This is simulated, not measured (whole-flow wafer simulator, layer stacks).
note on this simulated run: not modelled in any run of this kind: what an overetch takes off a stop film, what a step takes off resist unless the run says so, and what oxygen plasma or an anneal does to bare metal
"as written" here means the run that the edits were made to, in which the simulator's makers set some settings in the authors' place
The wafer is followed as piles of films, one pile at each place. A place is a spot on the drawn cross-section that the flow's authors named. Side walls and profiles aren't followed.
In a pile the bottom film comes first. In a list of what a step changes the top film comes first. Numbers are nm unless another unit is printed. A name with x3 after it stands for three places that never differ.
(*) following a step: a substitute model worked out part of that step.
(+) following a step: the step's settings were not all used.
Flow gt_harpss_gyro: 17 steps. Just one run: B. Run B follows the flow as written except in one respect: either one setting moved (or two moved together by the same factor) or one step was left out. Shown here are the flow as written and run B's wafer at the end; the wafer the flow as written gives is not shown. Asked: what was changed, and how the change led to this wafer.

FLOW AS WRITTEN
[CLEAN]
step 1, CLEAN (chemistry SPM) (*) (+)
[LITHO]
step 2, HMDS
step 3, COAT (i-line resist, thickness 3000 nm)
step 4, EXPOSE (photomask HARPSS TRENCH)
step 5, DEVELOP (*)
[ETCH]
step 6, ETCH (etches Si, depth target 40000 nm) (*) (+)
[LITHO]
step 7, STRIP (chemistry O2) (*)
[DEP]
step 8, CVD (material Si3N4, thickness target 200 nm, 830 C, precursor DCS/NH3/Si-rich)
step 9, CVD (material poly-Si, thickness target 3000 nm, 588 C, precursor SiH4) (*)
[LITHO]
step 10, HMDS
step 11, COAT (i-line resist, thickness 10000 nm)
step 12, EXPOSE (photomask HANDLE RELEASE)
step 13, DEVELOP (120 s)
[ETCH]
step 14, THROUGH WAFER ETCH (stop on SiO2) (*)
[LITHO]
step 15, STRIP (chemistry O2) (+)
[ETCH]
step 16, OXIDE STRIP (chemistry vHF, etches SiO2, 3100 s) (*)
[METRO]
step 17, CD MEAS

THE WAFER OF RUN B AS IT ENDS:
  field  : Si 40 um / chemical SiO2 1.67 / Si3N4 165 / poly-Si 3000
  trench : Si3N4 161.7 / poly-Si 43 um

The reason: step 8, CVD: thickness target 165 nm was run, whereas the flow has thickness target 200 nm.
One can read it off the wafer: field has Si3N4 165, and step 8 as written asks for 200 nm.

Step by step, how the change led to this:
  step 8, CVD (material Si3N4, thickness target 200 nm, 830 C, precursor DCS/NH3/Si-rich)
      field: Si3N4 gains 165 (new film) (it would be, as written: Si3N4 gains 200 (new film))
      trench: Si3N4 gains 161.7 (new film) (it would be, as written: Si3N4 gains 195.9 (new film))
  step 9, CVD (material poly-Si, thickness target 3000 nm, 588 C, precursor SiH4) (*)
      trench: poly-Si gains 43 um (new film) (it would be, as written: poly-Si gains 43.01 um (new film))
